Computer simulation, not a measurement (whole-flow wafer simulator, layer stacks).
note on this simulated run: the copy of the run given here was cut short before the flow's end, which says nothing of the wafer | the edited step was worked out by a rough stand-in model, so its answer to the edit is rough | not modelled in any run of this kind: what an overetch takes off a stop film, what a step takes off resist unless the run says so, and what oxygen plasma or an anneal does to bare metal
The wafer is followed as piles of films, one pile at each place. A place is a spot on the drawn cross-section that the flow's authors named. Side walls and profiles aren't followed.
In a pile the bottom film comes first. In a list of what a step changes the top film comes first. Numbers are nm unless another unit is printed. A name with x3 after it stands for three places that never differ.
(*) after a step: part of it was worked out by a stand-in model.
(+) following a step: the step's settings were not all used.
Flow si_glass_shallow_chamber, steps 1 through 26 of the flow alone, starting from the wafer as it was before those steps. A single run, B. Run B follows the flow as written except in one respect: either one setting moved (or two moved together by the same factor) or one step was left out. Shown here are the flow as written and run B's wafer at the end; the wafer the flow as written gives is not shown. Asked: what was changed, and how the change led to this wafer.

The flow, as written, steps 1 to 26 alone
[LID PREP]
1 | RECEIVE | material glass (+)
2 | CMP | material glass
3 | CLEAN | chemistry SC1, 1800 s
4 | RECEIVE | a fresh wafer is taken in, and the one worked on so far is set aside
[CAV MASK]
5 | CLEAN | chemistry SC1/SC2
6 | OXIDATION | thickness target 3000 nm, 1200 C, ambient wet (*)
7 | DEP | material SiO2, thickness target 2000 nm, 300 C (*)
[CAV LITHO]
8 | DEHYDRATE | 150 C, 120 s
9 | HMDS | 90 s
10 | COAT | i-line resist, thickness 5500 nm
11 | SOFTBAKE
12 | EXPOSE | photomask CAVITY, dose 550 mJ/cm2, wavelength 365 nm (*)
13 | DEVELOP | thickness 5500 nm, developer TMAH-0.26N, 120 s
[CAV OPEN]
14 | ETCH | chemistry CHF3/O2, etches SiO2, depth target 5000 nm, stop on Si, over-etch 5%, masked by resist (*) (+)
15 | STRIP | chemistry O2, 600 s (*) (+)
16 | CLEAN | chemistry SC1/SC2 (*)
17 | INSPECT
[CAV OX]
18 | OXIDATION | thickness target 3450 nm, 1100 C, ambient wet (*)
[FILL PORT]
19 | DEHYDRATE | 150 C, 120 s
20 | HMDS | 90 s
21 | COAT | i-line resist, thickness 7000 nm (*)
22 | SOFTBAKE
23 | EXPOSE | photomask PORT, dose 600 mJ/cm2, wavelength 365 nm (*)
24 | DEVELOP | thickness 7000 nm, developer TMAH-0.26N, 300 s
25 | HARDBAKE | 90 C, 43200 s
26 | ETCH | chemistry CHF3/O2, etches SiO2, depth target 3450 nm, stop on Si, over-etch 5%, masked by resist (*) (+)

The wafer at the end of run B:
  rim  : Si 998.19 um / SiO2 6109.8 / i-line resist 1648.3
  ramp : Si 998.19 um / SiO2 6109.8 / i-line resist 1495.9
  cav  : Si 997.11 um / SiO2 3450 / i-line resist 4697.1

The reason: step 26, ETCH: over-etch 7% was run, though the flow has over-etch 5%.

The path from the change to this, step by step:
  26 | ETCH | chemistry CHF3/O2, etches SiO2, depth target 3450 nm, stop on Si, over-etch 5%, masked by resist (*) (+)
      port: SiO2 loses 3450 (all of it), Si loses 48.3 (as written it would have been: SiO2 loses 3450 (all of it), Si loses 34.5)
